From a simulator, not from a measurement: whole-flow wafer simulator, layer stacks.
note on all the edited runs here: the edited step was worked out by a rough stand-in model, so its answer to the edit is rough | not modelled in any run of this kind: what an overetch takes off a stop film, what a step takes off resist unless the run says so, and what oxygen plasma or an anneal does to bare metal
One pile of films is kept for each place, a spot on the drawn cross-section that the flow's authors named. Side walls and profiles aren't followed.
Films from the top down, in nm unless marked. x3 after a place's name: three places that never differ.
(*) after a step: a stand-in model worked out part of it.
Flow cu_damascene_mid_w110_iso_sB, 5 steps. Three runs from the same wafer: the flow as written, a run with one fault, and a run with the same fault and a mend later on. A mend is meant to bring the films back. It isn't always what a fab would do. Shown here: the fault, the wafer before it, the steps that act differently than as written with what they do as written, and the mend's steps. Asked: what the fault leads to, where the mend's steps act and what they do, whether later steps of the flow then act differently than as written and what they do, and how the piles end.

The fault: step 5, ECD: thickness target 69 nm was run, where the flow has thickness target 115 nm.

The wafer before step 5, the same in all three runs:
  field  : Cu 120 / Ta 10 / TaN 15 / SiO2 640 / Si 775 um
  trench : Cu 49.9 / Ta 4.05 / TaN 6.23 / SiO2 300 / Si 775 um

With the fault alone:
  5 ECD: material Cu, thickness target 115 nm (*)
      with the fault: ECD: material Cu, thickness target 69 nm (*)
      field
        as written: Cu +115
        with the fault: Cu +69
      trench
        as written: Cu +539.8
        with the fault: Cu +493.8
  No later step of the flow acts differently than as written at any place that is followed.
  At the end the piles differ from the flow's by more than 2% or 0.5 nm, whichever is larger, at field, trench.
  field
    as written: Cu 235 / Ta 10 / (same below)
    with the fault: Cu 189 / Ta 10 / (same below)
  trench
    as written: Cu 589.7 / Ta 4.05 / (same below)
    with the fault: Cu 543.7 / Ta 4.05 / (same below)

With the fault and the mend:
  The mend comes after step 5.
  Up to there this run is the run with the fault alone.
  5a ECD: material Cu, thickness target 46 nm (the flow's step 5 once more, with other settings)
      field, trench
        Cu +46
  No later step of the flow acts differently than as written at any place that is followed.
  At the end the piles are the same as the flow's at every place that both follow.
